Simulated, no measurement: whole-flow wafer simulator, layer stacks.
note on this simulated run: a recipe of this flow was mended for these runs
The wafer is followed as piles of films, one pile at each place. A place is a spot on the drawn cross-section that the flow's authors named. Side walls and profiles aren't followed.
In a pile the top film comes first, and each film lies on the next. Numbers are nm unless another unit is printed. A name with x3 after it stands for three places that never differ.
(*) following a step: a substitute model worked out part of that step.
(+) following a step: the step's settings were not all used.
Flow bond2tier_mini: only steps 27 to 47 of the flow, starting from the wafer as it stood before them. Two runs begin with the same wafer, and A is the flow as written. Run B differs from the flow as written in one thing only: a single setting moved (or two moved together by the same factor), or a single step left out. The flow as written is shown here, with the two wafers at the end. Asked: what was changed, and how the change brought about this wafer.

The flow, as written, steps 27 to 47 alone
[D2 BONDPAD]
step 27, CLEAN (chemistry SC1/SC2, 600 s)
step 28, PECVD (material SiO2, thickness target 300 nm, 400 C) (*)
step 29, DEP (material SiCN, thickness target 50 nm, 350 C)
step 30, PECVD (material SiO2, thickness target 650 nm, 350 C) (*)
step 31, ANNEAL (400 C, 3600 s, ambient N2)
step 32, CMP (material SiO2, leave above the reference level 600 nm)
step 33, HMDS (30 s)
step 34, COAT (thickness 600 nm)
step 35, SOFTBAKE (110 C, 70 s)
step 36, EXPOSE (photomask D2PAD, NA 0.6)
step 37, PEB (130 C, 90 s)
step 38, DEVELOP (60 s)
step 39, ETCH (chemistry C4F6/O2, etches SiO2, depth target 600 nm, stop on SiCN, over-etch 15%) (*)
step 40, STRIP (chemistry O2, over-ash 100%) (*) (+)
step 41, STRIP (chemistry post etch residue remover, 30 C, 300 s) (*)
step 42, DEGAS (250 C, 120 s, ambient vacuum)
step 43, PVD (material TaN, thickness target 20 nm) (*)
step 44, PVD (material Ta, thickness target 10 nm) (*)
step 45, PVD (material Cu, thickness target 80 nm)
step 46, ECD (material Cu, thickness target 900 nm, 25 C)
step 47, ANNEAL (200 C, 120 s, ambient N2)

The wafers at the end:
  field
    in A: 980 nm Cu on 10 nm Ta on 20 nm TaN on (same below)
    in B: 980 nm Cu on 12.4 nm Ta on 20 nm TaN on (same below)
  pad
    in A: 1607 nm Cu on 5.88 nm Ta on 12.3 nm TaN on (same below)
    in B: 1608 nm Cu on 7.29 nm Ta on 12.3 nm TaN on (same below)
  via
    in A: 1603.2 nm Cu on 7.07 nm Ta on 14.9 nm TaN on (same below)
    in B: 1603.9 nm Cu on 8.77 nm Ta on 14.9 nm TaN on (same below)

What caused this: step 44, PVD: thickness target 12.4 nm was run, whereas the flow has thickness target 10 nm.
One can read it off the wafer: field has Ta 12.4, and step 44 as written asks for 10 nm.

How this came from the change, step by step:
  step 44, PVD (material Ta, thickness target 10 nm) (*)
      field: A +10 Ta (new film) | B +12.4 Ta (new film)
      pad: A +5.88 Ta (new film) | B +7.29 Ta (new film)
      (also at 1 further place)
